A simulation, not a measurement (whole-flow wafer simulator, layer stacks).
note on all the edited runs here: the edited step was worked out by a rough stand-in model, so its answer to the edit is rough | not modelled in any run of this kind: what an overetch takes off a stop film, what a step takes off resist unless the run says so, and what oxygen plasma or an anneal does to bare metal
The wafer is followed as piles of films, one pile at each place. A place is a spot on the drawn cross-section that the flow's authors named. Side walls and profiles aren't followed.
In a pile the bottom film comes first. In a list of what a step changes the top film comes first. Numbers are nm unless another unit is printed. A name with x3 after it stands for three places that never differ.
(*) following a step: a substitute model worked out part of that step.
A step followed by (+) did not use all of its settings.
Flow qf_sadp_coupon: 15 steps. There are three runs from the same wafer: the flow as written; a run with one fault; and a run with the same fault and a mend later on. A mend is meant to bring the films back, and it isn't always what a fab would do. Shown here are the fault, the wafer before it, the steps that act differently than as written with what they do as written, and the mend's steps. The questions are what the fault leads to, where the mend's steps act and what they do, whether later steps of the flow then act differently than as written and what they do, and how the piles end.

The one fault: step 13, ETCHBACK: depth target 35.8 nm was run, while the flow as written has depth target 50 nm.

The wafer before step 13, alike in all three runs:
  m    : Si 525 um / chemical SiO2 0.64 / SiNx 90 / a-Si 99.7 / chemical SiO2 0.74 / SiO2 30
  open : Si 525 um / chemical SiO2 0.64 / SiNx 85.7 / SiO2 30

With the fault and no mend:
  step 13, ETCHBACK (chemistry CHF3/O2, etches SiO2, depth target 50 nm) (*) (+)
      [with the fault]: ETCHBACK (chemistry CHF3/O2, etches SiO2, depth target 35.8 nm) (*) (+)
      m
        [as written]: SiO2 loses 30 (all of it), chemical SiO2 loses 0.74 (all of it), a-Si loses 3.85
        [with the fault]: SiO2 loses 30 (all of it), chemical SiO2 loses 0.74 (all of it), a-Si loses 1.01
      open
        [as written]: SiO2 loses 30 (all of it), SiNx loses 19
        [with the fault]: SiO2 loses 30 (all of it), SiNx loses 5.52
  Later steps of the flow acting differently than as written:
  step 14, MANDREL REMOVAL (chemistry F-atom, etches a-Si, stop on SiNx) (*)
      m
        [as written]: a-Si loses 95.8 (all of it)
        [with the fault]: a-Si loses 98.7 (all of it)
  At open, the piles at the end differ from the flow's by more than 2% or 0.5 nm, whichever is larger.
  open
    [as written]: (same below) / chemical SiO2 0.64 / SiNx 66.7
    [with the fault]: (same below) / chemical SiO2 0.64 / SiNx 80.2

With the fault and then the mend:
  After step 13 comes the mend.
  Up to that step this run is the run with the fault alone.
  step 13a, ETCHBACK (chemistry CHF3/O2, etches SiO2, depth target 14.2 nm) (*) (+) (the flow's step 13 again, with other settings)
      m
        a-Si loses 2.84
      open
        SiNx loses 13.5
  Later steps of the flow that are run all act as written at every place that is followed.
  At every place that both follow, the piles at the end match the flow's.
